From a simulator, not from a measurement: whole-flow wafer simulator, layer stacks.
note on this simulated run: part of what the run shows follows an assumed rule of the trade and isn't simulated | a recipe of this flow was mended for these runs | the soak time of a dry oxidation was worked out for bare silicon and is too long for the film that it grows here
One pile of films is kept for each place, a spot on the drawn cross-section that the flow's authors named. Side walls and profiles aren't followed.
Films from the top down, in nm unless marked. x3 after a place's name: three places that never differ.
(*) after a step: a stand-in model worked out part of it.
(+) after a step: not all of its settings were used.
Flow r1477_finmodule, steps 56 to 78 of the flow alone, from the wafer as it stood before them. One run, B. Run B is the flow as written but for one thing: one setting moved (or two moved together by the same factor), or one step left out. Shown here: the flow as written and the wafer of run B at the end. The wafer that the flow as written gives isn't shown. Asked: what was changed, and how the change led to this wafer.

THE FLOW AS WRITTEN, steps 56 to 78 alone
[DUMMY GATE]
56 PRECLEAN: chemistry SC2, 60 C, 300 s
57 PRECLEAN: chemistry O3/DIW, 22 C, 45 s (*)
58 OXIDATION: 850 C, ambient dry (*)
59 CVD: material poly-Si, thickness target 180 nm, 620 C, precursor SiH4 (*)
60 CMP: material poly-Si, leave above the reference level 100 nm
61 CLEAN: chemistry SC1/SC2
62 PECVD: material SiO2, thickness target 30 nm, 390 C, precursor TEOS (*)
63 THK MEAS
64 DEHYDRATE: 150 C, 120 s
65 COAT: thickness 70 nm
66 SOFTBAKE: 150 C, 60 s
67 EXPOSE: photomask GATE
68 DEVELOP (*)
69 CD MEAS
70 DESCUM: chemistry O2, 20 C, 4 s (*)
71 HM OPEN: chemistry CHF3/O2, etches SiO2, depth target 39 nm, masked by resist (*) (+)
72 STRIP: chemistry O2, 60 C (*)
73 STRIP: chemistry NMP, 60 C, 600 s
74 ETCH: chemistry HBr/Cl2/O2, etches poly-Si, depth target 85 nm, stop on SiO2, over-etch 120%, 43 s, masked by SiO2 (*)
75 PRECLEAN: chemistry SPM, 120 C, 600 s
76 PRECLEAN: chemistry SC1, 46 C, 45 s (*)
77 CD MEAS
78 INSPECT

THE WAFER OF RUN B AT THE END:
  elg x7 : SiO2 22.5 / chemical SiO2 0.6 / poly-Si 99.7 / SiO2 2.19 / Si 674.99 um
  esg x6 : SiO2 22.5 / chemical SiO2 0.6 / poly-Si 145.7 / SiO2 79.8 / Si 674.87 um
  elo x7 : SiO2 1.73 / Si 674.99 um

The cause: step 58, OXIDATION: 827 C was run, where the flow has 850 C.

How the change led to this, step by step:
  58 OXIDATION: 850 C, ambient dry (*)
      elg x7, elo x7: SiO2 +2.19 (new film), chemical SiO2 -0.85 (all of it), Si -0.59 (as written it would be: SiO2 +3 (new film), chemical SiO2 -0.85 (all of it), Si -0.95)
